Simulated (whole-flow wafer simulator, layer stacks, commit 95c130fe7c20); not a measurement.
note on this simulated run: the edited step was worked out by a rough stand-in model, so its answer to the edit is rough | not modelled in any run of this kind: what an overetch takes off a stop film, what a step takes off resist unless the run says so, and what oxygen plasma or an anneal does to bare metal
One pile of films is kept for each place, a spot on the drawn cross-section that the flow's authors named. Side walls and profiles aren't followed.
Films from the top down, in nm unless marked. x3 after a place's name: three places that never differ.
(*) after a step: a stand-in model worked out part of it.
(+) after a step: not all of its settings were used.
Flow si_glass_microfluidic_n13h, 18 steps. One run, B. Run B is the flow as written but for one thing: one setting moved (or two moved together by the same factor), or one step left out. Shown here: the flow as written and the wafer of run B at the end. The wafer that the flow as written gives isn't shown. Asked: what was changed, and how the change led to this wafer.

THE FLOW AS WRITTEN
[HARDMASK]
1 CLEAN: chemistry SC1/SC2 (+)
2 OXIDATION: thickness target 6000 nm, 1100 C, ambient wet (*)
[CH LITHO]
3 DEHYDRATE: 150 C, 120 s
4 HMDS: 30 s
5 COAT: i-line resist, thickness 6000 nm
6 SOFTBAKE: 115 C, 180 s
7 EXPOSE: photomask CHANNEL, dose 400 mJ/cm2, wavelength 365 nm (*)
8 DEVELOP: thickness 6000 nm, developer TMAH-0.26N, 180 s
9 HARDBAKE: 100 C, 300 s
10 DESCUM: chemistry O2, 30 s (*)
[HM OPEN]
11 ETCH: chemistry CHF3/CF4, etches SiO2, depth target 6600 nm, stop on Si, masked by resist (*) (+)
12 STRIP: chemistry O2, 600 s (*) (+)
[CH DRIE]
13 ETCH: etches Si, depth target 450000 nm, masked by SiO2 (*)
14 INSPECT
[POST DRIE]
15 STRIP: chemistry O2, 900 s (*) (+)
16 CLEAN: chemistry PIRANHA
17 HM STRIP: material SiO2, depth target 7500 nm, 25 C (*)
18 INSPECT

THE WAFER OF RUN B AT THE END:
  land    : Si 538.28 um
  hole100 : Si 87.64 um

The cause: step 2, OXIDATION: thickness target 3900 nm was run, where the flow has thickness target 6000 nm.

How the change led to this, step by step:
  2 OXIDATION: thickness target 6000 nm, 1100 C, ambient wet (*)
      land, hole100: SiO2 +3900 (new film), chemical SiO2 -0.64 (all of it), Si -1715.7 (as written it would be: SiO2 +6000 (new film), chemical SiO2 -0.64 (all of it), Si -2639.7)
  11 ETCH: chemistry CHF3/CF4, etches SiO2, depth target 6600 nm, stop on Si, masked by resist (*) (+)
      land: i-line resist -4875 (as written it would be: i-line resist -5500)
      hole100: SiO2 -3900 (all of it) (as written it would be: SiO2 -6000 (all of it))
  12 STRIP: chemistry O2, 600 s (*) (+)
      land: i-line resist -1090 (all of it) (as written it would be: i-line resist -465 (all of it))
  17 HM STRIP: material SiO2, depth target 7500 nm, 25 C (*)
      land: SiO2 -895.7 (all of it) (as written it would be: SiO2 -2995.7 (all of it))
